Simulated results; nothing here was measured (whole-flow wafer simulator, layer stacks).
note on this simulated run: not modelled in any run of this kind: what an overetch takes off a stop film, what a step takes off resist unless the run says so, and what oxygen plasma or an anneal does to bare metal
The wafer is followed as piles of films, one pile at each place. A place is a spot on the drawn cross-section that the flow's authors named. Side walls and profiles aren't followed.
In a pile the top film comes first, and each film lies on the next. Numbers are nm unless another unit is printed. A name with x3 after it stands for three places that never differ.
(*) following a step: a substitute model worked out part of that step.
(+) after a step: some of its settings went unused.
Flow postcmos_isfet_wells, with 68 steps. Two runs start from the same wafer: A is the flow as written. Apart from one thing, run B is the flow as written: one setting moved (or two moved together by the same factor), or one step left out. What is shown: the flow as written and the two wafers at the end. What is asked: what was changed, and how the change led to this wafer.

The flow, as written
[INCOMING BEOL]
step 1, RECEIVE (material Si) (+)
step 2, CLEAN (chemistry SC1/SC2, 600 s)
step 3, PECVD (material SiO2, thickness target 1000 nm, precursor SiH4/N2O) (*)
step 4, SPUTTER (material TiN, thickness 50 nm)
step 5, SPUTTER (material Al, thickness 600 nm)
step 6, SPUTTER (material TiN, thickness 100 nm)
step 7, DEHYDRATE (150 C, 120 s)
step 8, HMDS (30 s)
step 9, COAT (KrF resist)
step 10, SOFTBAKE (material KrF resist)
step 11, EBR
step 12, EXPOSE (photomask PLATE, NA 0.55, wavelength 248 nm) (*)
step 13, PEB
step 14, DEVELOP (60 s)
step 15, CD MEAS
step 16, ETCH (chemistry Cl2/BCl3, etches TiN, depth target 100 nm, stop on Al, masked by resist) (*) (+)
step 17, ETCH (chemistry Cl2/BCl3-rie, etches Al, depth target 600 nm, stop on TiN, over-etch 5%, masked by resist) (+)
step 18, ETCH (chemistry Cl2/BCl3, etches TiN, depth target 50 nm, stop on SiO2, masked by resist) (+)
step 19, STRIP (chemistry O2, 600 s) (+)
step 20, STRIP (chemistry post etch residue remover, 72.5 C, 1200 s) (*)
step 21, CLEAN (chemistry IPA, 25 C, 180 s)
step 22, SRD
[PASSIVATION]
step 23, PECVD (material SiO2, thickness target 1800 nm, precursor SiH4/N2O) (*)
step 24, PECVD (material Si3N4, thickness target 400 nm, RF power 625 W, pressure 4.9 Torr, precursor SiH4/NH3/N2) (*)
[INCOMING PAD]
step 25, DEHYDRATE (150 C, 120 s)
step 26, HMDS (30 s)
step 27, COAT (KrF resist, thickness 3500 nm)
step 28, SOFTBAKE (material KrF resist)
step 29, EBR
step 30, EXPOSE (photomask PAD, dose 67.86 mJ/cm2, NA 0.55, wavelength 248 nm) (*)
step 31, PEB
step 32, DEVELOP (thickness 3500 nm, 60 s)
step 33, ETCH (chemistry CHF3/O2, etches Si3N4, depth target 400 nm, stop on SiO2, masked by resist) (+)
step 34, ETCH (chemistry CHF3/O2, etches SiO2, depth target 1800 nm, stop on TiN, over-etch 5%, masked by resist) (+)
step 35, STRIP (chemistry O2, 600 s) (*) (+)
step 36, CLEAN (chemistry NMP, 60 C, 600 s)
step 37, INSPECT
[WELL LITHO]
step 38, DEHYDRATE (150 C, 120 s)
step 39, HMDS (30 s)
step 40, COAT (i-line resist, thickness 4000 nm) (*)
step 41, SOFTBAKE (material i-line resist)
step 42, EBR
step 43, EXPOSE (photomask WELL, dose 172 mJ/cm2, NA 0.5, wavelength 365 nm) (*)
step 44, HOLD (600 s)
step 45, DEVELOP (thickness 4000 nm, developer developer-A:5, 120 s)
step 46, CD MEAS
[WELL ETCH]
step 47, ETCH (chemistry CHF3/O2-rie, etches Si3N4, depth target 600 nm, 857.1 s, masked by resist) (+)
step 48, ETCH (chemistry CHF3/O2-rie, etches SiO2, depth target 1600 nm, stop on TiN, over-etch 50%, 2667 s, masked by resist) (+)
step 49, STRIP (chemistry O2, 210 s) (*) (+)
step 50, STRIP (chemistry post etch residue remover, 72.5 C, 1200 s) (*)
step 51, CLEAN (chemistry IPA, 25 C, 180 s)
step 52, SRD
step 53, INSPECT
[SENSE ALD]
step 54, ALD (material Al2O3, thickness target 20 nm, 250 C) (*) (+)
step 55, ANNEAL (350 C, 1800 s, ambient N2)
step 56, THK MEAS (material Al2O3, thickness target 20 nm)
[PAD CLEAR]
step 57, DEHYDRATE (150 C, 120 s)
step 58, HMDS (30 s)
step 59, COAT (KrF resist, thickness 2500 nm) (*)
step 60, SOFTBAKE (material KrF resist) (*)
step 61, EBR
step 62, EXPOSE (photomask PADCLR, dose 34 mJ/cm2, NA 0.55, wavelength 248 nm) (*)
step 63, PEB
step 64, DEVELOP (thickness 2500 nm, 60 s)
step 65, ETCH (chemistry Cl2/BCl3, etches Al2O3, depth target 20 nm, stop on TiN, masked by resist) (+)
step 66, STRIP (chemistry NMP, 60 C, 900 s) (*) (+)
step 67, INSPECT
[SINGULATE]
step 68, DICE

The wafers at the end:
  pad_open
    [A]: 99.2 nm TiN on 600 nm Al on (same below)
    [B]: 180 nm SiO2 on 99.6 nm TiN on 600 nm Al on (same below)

Cause: step 34, ETCH: depth target 1620 nm was run, though the flow has depth target 1800 nm.

How this came from the change, step by step:
  step 34, ETCH (chemistry CHF3/O2, etches SiO2, depth target 1800 nm, stop on TiN, over-etch 5%, masked by resist) (+)
      pad_open: A -1800 SiO2 (all of it) | B -1620 SiO2
      field, margin, well900, well1300 x3, pad_rim, pad_clr: A -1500 KrF resist | B -1350 KrF resist
  step 35, STRIP (chemistry O2, 600 s) (*) (+)
      field, margin, well900, well1300 x3, pad_rim, pad_clr: A -1638.4 KrF resist (all of it) | B -1788.4 KrF resist (all of it)
  step 41, SOFTBAKE (material i-line resist)
      pad_clr: A -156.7 i-line resist | B -138.8 i-line resist
      pad_open: A +115.3 i-line resist | B +107.3 i-line resist
  step 49, STRIP (chemistry O2, 210 s) (*) (+)
      pad_clr: A -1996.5 i-line resist (all of it) | B -2070.6 i-line resist (all of it)
  step 59, COAT (KrF resist, thickness 2500 nm) (*)
      pad_rim: A +1976.4 KrF resist (new film) | B +2017.4 KrF resist (new film)
      pad_clr: A +1691.6 KrF resist (new film) | B +1752.1 KrF resist (new film)
  step 60, SOFTBAKE (material KrF resist) (*)
      pad_clr: A -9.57 KrF resist | B -8.82 KrF resist
  step 64, DEVELOP (thickness 2500 nm, 60 s)
      pad_clr: A -1682 KrF resist (all of it) | B -1743.3 KrF resist (all of it)
  step 66, STRIP (chemistry NMP, 60 C, 900 s) (*) (+)
      pad_rim: A -1937.7 KrF resist (all of it) | B -1978.5 KrF resist (all of it)
